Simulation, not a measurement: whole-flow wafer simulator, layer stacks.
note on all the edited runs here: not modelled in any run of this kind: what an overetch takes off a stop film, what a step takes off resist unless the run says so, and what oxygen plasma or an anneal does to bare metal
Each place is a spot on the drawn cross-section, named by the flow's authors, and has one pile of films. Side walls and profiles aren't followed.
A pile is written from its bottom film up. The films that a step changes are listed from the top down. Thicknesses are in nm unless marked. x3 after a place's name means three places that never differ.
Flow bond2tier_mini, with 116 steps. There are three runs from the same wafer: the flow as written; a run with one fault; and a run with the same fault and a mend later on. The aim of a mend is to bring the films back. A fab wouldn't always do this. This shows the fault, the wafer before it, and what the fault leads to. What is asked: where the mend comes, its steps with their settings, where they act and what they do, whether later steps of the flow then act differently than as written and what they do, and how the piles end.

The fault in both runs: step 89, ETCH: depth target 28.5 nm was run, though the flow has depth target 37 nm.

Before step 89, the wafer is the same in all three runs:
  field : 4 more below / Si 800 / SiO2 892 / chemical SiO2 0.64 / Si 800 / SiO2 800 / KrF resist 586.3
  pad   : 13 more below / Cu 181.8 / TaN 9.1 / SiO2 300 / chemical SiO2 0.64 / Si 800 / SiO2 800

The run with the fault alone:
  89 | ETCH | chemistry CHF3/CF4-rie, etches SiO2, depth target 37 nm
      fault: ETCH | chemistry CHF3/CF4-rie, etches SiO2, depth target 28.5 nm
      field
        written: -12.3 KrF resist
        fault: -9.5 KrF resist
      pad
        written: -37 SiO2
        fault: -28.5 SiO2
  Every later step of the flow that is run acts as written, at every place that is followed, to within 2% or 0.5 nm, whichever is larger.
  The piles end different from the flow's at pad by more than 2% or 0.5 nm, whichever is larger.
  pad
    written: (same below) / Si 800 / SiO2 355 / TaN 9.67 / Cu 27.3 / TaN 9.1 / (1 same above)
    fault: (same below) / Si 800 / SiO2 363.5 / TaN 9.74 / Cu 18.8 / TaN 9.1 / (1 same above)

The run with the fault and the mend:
  The mend follows step 89.
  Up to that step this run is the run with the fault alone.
  89a | ETCH | chemistry CHF3/CF4-rie, etches SiO2, depth target 8.5 nm (the flow's step 89, run once more with other settings)
      field
        -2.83 KrF resist
      pad
        -8.5 SiO2
  Every later step of the flow that is run acts as written at every place that is followed.
  By the end, the piles equal the flow's at every place that both follow.
